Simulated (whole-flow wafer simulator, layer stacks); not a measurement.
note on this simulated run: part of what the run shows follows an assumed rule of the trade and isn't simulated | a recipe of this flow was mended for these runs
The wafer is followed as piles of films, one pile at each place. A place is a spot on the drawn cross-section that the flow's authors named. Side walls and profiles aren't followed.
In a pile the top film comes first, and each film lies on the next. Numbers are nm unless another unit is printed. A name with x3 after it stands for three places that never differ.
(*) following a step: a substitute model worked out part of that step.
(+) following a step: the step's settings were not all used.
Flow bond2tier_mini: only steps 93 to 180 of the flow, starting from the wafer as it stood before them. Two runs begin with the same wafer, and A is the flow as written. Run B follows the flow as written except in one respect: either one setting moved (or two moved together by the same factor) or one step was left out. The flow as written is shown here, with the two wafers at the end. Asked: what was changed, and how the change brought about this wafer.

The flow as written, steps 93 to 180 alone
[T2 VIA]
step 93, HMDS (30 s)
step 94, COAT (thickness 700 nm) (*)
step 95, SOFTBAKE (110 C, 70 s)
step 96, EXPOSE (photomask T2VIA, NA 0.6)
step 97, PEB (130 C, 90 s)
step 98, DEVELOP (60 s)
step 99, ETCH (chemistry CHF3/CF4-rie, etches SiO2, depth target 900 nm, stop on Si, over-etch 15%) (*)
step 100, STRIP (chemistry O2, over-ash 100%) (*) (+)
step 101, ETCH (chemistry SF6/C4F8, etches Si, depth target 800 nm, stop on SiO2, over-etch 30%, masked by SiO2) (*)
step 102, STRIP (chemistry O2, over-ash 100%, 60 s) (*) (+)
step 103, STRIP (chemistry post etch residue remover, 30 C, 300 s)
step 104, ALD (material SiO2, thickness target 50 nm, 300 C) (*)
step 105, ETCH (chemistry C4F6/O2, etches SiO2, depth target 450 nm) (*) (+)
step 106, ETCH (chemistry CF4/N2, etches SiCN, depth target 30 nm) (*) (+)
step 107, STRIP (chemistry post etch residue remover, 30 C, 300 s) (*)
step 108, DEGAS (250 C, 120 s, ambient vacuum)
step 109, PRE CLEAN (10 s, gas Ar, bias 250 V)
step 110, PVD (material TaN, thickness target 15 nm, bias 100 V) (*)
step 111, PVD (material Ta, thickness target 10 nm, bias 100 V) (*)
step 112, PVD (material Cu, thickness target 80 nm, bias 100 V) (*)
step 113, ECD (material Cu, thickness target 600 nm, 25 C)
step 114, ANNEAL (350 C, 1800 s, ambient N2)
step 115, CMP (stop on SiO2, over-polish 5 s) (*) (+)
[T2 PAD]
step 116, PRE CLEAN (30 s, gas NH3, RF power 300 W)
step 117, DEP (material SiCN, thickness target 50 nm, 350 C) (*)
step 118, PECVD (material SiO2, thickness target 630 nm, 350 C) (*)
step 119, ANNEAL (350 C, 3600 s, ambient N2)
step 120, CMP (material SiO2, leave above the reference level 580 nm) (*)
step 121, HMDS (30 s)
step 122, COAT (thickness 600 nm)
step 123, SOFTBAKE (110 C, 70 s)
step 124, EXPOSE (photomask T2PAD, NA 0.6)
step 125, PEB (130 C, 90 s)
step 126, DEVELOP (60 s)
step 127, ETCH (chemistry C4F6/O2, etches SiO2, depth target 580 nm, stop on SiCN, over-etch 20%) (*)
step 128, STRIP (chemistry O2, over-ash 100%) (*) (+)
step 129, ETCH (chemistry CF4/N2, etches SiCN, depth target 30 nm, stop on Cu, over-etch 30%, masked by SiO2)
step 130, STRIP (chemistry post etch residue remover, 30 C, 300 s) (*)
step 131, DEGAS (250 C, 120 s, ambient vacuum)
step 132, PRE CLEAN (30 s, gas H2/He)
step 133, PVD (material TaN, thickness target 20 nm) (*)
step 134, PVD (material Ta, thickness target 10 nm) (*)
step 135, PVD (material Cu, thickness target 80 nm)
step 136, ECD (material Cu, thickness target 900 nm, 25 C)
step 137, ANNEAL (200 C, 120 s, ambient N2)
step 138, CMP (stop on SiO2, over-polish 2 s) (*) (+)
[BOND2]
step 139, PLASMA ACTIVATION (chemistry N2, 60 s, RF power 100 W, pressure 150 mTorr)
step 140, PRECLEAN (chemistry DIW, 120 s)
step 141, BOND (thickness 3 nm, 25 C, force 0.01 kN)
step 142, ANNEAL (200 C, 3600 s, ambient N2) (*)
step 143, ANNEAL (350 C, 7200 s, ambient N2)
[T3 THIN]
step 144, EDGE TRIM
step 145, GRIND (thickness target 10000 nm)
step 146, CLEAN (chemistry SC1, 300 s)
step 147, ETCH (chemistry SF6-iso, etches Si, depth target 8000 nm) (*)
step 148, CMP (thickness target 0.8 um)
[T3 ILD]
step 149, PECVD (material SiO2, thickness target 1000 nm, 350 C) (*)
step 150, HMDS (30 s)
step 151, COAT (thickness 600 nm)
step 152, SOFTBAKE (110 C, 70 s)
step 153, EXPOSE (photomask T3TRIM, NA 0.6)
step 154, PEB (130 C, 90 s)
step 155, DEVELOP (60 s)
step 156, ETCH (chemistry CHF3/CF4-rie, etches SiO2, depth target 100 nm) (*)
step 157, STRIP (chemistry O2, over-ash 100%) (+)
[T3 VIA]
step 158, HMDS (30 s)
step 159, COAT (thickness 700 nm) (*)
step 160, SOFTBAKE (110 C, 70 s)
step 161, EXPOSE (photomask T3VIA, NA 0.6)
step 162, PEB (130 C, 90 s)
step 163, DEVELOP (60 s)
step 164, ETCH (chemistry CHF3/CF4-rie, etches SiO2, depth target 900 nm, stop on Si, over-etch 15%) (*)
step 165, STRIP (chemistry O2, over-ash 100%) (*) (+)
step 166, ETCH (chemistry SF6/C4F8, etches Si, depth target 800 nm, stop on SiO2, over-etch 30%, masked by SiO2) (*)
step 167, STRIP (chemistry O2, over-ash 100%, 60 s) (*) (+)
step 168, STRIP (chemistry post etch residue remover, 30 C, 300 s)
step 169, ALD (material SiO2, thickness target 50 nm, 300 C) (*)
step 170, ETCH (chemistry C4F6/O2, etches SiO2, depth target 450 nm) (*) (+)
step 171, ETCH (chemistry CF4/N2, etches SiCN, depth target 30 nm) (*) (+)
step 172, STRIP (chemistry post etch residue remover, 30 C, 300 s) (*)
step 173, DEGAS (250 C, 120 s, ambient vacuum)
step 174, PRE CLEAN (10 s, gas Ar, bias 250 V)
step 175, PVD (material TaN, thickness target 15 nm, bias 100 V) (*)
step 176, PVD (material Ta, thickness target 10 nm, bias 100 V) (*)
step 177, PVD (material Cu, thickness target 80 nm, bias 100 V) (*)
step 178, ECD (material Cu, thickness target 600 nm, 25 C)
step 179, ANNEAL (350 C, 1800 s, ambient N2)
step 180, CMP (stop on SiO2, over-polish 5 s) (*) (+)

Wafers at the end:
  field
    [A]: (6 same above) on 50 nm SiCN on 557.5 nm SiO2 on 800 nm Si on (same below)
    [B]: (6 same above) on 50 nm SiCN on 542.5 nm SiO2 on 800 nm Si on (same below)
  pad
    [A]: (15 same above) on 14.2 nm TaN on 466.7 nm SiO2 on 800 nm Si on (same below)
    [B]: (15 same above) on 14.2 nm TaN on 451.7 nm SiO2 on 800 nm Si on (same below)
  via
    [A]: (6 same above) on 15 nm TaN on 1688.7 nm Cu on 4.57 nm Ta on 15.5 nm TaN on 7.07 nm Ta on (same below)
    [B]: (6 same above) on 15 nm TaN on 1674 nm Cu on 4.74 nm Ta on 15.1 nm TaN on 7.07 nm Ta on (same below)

Cause: step 104, ALD: thickness target 35 nm was run, though the flow has thickness target 50 nm.

Step by step, how the change led to this:
  step 104, ALD (material SiO2, thickness target 50 nm, 300 C) (*)
      field, pad, via: A +50 SiO2 | B +35 SiO2
  step 105, ETCH (chemistry C4F6/O2, etches SiO2, depth target 450 nm) (*) (+)
      via: A -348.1 SiO2 (all of it), -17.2 SiCN | B -333.1 SiO2 (all of it), -19.7 SiCN
  step 106, ETCH (chemistry CF4/N2, etches SiCN, depth target 30 nm) (*) (+)
      via: A -17.6 SiCN (all of it), -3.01 TaN | B -15.1 SiCN (all of it), -3.63 TaN
  step 112, PVD (material Cu, thickness target 80 nm, bias 100 V) (*)
      via: A +35 Cu (new film) | B +36.4 Cu (new film)
